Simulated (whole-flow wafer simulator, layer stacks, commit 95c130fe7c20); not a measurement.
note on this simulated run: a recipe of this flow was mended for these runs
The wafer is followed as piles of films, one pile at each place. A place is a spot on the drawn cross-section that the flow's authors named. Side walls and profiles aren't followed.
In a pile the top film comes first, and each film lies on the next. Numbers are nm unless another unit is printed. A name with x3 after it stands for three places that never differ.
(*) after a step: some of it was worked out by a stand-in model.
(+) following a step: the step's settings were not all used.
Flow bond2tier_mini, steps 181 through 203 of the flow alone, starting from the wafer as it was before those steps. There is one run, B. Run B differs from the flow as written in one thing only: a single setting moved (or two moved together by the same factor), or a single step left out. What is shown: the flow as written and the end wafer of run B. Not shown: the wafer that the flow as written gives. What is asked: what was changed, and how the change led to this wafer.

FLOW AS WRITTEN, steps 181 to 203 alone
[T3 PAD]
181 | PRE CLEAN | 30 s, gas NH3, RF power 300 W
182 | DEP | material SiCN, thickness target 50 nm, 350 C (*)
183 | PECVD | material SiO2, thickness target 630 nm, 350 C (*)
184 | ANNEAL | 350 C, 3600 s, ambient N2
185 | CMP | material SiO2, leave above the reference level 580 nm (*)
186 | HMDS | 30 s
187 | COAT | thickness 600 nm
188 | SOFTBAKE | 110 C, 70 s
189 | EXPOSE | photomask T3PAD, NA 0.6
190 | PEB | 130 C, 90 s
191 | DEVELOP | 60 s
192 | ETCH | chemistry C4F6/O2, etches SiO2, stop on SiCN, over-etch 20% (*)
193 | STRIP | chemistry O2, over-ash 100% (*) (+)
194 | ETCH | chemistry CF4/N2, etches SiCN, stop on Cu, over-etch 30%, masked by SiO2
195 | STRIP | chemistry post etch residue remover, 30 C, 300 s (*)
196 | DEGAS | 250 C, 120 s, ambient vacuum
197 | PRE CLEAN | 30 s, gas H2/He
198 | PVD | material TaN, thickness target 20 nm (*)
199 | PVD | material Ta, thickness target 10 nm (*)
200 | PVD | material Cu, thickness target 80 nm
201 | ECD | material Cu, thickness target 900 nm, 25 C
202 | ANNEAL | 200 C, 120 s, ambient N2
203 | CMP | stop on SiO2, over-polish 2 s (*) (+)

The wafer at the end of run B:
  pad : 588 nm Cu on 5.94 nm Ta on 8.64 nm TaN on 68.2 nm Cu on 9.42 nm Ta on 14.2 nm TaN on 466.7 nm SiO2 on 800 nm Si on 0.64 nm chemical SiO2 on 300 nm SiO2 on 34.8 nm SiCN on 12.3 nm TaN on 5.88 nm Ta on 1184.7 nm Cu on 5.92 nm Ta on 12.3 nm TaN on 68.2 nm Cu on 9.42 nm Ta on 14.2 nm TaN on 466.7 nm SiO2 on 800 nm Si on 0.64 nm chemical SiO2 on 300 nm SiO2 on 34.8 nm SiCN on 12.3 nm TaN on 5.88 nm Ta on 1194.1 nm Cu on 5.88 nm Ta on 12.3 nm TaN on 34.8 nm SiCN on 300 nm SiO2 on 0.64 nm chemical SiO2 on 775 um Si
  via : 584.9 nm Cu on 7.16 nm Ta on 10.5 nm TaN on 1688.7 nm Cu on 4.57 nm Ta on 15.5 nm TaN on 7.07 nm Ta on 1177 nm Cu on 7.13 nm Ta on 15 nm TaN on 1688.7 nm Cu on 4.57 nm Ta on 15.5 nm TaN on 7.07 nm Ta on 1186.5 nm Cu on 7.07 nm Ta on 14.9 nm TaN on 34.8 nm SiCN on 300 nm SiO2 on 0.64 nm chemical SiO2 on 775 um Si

What caused this: step 198, PVD: thickness target 14 nm was run, whereas the flow has thickness target 20 nm.

Step by step, how the change led to this:
  198 | PVD | material TaN, thickness target 20 nm (*)
      field: TaN gains 14 (new film) (it would be, as written: TaN gains 20 (new film))
      pad: TaN gains 8.64 (new film) (it would be, as written: TaN gains 12.3 (new film))
      (also at 1 further place)
  203 | CMP | stop on SiO2, over-polish 2 s (*) (+)
      field: Cu loses 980 (all of it), Ta loses 10 (all of it), TaN loses 14 (all of it) (it would be, as written: Cu loses 980 (all of it), Ta loses 10 (all of it), TaN loses 20 (all of it))
